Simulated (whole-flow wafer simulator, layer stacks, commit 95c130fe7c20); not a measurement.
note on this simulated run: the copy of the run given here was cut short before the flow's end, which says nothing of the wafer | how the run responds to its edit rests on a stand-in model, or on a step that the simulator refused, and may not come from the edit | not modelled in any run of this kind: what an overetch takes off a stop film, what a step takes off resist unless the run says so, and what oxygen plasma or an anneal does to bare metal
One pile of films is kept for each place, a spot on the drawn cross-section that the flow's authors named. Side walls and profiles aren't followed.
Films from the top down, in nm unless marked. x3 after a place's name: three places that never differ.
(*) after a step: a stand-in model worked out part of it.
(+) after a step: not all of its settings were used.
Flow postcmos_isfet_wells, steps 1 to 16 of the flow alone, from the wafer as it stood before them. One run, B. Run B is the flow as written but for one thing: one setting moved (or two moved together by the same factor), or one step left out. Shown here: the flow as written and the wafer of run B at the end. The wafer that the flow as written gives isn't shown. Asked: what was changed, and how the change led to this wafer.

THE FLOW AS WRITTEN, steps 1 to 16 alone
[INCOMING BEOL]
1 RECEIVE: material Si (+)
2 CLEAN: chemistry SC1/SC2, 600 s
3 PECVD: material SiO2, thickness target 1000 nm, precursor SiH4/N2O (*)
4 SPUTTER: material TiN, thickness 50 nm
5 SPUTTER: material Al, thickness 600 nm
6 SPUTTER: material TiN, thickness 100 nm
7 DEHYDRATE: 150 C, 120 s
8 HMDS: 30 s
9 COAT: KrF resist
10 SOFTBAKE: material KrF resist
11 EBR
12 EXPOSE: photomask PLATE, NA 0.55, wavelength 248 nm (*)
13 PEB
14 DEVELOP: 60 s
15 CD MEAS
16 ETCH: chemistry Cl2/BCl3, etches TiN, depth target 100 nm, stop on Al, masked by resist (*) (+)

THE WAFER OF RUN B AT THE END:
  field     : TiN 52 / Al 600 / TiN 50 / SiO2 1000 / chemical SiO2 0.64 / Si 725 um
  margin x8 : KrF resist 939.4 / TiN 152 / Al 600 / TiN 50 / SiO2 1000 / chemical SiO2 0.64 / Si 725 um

The cause: step 6, SPUTTER: thickness 152 nm was run, where the flow has thickness 100 nm.
It can be read off the wafer: margin x8 has TiN 152, and step 6 as written asks for 100 nm.

How the change led to this, step by step:
  6 SPUTTER: material TiN, thickness 100 nm
      field, margin x8: TiN +152 (new film) (as written it would be: TiN +100 (new film))
  16 ETCH: chemistry Cl2/BCl3, etches TiN, depth target 100 nm, stop on Al, masked by resist (*) (+)
      field: TiN -100 (as written it would be: TiN -100 (all of it))
